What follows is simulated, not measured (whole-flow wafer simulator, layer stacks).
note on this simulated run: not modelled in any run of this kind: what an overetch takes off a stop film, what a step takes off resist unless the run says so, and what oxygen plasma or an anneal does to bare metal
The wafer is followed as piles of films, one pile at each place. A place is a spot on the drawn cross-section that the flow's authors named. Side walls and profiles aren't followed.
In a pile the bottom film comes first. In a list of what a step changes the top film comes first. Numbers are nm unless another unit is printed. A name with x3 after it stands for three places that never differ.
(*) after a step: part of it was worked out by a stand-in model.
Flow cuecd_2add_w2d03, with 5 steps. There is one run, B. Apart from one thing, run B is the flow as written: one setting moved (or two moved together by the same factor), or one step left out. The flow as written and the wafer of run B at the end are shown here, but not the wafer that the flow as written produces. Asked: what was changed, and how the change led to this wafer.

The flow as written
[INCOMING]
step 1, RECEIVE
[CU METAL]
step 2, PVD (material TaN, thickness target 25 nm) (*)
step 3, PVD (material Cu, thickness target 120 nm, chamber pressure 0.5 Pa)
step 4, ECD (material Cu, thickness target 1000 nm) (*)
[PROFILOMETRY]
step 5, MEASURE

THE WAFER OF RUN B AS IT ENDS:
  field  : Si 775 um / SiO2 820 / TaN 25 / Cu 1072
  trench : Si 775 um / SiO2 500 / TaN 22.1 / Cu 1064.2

Cause: step 3, PVD: thickness target 72 nm was run, though the flow has thickness target 120 nm.

The path from the change to this, step by step:
  step 3, PVD (material Cu, thickness target 120 nm, chamber pressure 0.5 Pa)
      field: Cu gains 72 (new film) (it would be, as written: Cu gains 120 (new film))
      trench: Cu gains 64.2 (new film) (it would be, as written: Cu gains 107.2 (new film))
